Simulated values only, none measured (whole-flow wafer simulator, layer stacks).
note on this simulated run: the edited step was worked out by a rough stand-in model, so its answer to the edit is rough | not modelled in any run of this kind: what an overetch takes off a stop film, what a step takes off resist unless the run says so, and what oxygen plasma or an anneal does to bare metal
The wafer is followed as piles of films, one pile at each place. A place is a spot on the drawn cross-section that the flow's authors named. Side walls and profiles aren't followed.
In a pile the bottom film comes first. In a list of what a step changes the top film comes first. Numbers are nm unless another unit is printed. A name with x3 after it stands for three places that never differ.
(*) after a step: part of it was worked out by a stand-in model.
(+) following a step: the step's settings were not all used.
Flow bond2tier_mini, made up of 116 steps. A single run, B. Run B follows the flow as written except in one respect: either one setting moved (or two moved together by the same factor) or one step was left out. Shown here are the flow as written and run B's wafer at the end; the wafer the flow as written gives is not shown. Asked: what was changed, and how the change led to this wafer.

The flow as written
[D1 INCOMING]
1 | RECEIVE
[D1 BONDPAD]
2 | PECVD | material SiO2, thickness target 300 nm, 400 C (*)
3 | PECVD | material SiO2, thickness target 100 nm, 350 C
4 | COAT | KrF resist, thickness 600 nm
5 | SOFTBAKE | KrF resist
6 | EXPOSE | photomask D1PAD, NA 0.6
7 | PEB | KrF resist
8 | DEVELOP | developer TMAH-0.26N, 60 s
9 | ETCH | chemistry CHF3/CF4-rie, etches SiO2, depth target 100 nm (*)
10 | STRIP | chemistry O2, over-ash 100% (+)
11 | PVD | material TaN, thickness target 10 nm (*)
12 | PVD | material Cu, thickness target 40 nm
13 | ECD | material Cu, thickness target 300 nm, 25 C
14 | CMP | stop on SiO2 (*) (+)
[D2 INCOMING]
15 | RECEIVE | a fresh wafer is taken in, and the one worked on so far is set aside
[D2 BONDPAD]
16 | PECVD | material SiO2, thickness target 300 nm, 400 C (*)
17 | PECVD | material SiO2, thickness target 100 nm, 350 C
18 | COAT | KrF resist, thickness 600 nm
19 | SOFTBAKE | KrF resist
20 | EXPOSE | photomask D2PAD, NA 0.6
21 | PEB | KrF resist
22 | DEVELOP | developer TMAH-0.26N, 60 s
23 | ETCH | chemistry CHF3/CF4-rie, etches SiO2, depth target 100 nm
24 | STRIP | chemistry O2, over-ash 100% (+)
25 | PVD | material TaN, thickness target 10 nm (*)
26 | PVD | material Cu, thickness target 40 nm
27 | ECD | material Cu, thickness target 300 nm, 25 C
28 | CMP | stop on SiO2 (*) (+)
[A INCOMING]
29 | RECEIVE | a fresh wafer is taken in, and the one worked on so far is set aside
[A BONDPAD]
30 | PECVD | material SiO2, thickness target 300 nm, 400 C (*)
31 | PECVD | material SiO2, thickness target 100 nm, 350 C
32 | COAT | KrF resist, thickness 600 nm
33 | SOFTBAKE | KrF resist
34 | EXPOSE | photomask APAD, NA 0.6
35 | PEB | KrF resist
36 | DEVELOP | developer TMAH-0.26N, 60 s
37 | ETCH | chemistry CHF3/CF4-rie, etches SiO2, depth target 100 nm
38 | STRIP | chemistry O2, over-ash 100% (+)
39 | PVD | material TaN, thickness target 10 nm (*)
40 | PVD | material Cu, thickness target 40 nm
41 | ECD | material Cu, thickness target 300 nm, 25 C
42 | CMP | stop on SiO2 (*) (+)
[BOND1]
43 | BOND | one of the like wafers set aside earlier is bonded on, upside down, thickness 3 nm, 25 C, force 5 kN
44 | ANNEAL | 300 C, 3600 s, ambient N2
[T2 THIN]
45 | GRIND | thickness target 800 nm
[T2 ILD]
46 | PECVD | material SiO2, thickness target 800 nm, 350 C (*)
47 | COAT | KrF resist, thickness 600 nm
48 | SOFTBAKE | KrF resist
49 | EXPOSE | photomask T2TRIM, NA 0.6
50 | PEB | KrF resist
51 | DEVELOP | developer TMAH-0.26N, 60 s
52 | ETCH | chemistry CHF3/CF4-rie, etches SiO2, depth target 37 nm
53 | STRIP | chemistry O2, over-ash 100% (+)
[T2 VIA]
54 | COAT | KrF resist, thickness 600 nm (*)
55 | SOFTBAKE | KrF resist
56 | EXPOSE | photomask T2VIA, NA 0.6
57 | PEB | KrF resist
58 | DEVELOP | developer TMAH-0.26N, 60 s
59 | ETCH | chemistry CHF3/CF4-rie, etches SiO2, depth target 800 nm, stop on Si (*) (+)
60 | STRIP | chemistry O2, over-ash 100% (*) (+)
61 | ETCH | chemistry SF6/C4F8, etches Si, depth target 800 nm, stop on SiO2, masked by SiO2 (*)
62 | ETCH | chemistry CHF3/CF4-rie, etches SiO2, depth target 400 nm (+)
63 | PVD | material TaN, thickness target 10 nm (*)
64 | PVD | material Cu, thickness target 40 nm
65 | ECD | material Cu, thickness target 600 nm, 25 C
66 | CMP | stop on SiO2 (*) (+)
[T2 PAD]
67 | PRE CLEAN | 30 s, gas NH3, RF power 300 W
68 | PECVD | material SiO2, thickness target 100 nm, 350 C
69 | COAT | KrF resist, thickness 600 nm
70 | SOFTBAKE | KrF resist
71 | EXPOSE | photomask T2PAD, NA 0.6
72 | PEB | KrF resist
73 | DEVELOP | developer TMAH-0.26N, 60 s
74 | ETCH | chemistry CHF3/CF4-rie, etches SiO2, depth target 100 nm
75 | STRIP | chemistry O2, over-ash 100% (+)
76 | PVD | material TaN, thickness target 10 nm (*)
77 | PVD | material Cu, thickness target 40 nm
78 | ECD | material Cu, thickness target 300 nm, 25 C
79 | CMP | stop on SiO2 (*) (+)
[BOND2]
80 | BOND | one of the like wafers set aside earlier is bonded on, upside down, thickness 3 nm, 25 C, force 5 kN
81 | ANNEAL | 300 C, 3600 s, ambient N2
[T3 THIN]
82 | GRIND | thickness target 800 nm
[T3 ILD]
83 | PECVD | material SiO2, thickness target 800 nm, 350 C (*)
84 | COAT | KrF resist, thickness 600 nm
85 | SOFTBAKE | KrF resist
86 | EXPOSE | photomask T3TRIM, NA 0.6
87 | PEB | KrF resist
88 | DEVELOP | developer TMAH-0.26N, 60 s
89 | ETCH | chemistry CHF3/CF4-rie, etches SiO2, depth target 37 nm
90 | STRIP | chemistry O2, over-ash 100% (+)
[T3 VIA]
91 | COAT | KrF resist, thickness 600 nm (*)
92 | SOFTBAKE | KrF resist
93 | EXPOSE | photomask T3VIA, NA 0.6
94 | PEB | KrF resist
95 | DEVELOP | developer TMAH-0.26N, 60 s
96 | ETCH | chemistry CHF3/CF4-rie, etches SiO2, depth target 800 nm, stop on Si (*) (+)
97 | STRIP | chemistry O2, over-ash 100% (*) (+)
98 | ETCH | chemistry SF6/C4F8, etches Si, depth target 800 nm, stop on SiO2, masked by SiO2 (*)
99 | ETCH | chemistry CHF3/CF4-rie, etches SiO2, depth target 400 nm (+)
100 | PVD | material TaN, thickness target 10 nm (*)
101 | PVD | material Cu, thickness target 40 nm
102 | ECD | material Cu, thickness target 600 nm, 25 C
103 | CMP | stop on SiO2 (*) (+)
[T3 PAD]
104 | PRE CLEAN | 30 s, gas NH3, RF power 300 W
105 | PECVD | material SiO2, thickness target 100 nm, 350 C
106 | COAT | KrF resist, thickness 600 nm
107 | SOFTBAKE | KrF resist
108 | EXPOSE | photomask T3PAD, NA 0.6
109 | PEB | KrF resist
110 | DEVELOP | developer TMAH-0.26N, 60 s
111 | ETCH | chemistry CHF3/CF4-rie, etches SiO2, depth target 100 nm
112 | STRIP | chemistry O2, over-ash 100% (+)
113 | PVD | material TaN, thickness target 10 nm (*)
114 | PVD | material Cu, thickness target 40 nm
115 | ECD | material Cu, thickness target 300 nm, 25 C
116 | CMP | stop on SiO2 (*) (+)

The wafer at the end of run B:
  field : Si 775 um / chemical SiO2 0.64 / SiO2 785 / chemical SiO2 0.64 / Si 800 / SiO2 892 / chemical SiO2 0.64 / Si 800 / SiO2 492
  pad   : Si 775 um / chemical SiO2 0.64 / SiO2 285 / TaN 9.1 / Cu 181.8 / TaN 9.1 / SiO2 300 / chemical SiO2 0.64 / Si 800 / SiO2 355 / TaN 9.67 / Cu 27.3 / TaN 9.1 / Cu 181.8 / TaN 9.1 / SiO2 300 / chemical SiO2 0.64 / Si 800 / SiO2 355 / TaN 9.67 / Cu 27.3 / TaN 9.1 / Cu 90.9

Cause: step 30, PECVD: thickness target 285 nm was run, though the flow has thickness target 300 nm.
The wafer itself shows it: pad has SiO2 285, and step 30 as written asks for 300 nm.

The path from the change to this, step by step:
  30 | PECVD | material SiO2, thickness target 300 nm, 400 C (*)
      field, pad, via: +285 SiO2 (new film) (as written it would have been: +300 SiO2 (new film))
